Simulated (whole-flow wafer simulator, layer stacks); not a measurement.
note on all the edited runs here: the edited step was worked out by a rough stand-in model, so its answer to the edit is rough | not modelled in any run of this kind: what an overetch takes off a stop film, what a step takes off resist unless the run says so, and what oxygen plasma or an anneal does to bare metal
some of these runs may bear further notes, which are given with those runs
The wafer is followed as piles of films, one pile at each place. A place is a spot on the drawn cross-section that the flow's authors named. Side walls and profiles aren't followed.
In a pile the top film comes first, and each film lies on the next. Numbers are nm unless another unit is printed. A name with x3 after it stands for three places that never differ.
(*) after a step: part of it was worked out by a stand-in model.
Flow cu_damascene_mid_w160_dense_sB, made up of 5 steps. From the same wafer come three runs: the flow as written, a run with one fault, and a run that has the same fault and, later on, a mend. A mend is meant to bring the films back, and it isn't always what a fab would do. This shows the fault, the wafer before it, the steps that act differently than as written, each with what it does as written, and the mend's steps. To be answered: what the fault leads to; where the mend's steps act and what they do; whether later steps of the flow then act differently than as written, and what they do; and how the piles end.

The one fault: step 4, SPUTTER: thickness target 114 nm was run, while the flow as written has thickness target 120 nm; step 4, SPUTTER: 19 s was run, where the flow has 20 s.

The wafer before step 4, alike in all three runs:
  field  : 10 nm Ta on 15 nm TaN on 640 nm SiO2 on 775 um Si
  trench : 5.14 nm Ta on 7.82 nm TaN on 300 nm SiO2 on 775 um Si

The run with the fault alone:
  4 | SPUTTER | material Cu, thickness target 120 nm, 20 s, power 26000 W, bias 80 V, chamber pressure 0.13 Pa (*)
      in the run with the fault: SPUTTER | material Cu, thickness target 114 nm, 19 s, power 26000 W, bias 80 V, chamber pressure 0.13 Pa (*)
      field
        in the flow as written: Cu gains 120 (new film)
        in the run with the fault: Cu gains 114 (new film)
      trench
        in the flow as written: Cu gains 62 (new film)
        in the run with the fault: Cu gains 58.9 (new film)
  None of the later steps of the flow differs from how it acts as written, at any place that is followed, by more than 2% or 0.5 nm, whichever is larger.
  At field, the piles at the end differ from the flow's by more than 2% or 0.5 nm, whichever is larger.
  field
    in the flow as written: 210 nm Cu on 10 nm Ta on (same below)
    in the run with the fault: 204 nm Cu on 10 nm Ta on (same below)

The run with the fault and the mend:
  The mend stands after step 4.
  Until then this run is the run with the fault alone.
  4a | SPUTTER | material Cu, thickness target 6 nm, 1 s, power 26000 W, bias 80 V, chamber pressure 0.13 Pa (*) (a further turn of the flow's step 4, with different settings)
      field
        Cu gains 6
      trench
        Cu gains 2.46
  None of the later steps of the flow differs from how it acts as written, at any place that is followed, by more than 2% or 0.5 nm, whichever is larger.
  By the end, the piles equal the flow's at every place that both follow.
